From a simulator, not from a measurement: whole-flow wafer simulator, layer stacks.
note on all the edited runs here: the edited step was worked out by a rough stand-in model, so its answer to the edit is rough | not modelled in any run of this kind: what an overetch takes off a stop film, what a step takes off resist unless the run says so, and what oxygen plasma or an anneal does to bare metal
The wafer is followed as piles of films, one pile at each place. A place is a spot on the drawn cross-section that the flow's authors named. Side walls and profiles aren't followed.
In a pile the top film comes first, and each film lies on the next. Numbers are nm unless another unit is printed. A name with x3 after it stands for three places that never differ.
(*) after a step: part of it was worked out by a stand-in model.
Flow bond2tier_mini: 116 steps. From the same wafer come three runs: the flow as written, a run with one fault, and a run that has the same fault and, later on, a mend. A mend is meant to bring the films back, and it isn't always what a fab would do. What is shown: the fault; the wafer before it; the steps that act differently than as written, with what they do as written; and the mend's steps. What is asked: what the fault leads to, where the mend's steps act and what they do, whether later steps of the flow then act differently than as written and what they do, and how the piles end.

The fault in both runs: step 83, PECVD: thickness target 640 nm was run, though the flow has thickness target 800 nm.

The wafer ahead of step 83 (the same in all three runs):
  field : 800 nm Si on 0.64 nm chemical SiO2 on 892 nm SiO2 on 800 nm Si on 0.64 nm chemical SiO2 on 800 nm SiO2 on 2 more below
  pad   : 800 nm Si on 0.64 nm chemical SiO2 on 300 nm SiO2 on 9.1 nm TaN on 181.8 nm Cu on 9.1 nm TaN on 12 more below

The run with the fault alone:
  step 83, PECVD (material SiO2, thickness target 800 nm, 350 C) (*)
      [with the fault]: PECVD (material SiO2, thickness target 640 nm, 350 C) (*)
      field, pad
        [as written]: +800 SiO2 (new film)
        [with the fault]: +640 SiO2 (new film)
  Later steps of the flow that are run all act as written at every place that is followed.
  The piles end different from the flow's at field, pad by more than 2% or 0.5 nm, whichever is larger.
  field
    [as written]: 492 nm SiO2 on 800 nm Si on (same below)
    [with the fault]: 332 nm SiO2 on 800 nm Si on (same below)
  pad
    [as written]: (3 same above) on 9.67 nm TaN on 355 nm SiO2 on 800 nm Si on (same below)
    [with the fault]: (3 same above) on 9.67 nm TaN on 195 nm SiO2 on 800 nm Si on (same below)

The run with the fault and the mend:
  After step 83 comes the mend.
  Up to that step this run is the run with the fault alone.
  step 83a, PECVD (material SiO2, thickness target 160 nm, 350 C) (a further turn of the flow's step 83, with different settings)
      field, pad
        +160 SiO2
  Later steps of the flow that are run all act as written at every place that is followed.
  The piles end the same as the flow's at every place that both follow.
